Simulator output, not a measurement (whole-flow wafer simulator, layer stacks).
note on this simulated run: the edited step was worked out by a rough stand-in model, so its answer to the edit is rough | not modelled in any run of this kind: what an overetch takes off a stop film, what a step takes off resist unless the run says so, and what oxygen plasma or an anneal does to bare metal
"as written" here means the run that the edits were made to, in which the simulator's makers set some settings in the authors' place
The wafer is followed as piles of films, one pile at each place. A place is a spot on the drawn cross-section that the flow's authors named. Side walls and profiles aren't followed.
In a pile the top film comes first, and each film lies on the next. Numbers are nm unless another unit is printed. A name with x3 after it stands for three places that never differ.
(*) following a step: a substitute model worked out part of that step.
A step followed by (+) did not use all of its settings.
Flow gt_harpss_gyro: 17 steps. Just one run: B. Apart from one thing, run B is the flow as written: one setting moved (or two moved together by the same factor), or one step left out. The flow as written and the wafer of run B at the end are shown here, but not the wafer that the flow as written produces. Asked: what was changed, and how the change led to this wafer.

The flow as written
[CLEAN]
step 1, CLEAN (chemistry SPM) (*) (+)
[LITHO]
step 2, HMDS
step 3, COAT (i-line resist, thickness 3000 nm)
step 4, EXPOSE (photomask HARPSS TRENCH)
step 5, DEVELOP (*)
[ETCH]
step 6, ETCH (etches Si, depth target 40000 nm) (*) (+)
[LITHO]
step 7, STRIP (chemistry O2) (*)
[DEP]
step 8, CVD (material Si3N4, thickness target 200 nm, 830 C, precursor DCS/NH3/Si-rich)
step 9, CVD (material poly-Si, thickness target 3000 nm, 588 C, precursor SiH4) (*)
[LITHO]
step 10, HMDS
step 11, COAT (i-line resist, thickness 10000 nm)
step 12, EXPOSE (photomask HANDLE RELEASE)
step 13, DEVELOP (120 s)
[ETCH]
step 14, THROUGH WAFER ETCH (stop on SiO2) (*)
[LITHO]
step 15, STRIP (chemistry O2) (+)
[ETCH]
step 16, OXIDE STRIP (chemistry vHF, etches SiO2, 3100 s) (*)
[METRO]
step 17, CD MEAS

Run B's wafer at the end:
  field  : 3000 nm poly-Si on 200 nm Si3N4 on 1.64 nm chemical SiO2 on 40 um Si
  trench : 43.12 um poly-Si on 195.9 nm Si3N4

Cause: step 6, ETCH: depth target 57000 nm was run, while the flow as written has depth target 40000 nm.

The path from the change to this, step by step:
  step 6, ETCH (etches Si, depth target 40000 nm) (*) (+)
      trench: -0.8 chemical SiO2 (all of it), -40 um Si (all of it), -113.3 SiO2 (as written it would have been: -0.8 chemical SiO2 (all of it), -40 um Si (all of it))
      field: -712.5 i-line resist (as written it would have been: -500 i-line resist)
  step 7, STRIP (chemistry O2) (*)
      field: -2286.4 i-line resist (all of it), +0.84 chemical SiO2, -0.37 Si (as written it would have been: -2498.9 i-line resist (all of it), +0.87 chemical SiO2, -0.38 Si)
  step 9, CVD (material poly-Si, thickness target 3000 nm, 588 C, precursor SiH4) (*)
      trench: +43.12 um poly-Si (new film) (as written it would have been: +43.01 um poly-Si (new film))
  step 16, OXIDE STRIP (chemistry vHF, etches SiO2, 3100 s) (*)
      trench: under 2 films: -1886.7 SiO2 (all of it) (as written it would have been: under 2 films: -2000 SiO2 (all of it))
